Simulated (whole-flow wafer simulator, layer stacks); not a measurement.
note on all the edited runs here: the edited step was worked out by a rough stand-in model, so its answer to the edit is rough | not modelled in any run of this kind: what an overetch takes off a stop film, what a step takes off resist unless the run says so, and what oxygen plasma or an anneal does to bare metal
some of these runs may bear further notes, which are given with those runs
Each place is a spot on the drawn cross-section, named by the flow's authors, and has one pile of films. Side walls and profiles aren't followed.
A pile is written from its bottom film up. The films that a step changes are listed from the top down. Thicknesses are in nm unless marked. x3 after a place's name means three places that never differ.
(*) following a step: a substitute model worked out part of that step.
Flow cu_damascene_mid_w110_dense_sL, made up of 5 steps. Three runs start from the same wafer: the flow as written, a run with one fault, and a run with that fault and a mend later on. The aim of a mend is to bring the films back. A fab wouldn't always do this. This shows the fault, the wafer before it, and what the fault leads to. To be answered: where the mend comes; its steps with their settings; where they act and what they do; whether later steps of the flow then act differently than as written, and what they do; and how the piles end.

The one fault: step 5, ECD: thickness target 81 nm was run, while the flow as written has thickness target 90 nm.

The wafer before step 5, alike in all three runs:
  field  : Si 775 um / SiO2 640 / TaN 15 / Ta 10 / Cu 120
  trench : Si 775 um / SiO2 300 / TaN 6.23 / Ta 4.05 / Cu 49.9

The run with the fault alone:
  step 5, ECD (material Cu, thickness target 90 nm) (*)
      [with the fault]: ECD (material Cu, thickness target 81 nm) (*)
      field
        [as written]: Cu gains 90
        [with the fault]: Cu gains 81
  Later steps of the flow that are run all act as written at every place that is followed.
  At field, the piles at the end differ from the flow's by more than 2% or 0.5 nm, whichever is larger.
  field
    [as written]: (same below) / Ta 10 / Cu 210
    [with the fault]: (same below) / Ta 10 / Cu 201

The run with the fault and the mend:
  The mend follows step 5.
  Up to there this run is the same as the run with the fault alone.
  step 5a, ECD (material Cu, thickness target 9 nm) (a further turn of the flow's step 5, with different settings)
      field, trench
        Cu gains 9
  Later steps of the flow that are run all act as written at every place that is followed.
  At every place that both follow, the piles at the end match the flow's.
